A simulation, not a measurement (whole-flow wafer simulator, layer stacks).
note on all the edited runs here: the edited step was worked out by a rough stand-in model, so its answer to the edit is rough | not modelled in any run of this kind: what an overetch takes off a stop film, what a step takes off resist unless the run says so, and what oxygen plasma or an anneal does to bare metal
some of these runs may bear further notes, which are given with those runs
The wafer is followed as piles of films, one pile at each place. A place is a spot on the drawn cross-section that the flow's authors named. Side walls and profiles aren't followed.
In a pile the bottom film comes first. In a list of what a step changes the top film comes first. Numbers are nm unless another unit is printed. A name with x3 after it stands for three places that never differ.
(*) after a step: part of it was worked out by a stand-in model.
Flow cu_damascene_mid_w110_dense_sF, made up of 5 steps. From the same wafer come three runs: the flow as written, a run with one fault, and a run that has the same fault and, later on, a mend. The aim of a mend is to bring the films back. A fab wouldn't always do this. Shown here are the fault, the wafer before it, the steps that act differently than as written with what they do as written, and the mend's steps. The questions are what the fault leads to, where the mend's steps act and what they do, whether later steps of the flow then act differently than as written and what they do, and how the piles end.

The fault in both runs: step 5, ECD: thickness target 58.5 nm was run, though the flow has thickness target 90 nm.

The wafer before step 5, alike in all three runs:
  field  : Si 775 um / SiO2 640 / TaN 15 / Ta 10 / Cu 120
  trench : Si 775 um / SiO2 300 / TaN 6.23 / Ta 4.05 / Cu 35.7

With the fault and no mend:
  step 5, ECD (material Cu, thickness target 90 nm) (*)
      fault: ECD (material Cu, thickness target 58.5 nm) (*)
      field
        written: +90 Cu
        fault: +58.5 Cu
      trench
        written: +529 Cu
        fault: +497.5 Cu
  None of the later steps of the flow acts differently than as written at any place that is followed.
  By the end, the piles at field, trench depart from the flow's by more than 2% or 0.5 nm, whichever is larger.
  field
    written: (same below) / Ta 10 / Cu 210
    fault: (same below) / Ta 10 / Cu 178.5
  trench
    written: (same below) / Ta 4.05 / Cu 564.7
    fault: (same below) / Ta 4.05 / Cu 533.2

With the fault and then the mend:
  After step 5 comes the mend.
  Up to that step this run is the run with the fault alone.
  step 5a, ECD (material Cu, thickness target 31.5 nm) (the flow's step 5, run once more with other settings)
      field, trench
        +31.5 Cu
  None of the later steps of the flow acts differently than as written at any place that is followed.
  At every place that both follow, the piles at the end match the flow's.
